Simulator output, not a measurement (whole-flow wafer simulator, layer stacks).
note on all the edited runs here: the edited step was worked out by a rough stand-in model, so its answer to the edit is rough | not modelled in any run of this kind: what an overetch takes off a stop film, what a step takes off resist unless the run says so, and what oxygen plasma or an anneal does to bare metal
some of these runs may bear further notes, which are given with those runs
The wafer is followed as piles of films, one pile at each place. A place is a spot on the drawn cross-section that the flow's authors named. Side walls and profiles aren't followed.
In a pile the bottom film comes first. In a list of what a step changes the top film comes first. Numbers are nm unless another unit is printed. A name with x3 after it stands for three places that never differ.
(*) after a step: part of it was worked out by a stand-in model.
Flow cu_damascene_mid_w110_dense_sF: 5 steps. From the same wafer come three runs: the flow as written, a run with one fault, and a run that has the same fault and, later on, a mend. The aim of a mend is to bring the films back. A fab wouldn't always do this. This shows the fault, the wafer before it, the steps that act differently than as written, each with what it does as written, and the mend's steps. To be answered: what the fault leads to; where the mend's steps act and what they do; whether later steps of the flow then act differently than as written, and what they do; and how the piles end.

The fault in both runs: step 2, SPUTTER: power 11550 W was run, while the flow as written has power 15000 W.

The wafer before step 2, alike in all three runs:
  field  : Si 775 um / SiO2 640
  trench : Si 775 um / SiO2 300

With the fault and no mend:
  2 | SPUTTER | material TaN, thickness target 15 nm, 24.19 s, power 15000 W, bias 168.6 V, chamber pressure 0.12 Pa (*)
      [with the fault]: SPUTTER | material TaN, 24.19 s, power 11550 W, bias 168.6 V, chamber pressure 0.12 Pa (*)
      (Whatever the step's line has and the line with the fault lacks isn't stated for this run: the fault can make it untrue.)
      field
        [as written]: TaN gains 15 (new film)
        [with the fault]: TaN gains 11.5 (new film)
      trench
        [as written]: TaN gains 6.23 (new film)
        [with the fault]: TaN gains 4.79 (new film)
  Later steps of the flow that are run all act as written at every place that is followed, up to a difference of at most 2% or 0.5 nm, whichever is larger.
  The piles end different from the flow's at field, trench by more than 2% or 0.5 nm, whichever is larger.
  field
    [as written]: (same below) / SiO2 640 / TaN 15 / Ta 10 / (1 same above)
    [with the fault]: (same below) / SiO2 640 / TaN 11.5 / Ta 10 / (1 same above)
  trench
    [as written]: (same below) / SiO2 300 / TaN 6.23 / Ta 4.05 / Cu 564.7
    [with the fault]: (same below) / SiO2 300 / TaN 4.79 / Ta 4.09 / Cu 562.7

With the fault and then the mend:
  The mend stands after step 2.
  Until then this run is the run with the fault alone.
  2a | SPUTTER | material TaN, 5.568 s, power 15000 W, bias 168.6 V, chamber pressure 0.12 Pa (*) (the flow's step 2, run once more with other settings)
      field
        TaN gains 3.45
      trench
        TaN gains 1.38
  Later steps of the flow that are run all act as written at every place that is followed, up to a difference of at most 2% or 0.5 nm, whichever is larger.
  When the end is reached, the piles differ only a little from the flow's at the places that both follow, at most by 2% or 0.5 nm, whichever is larger.
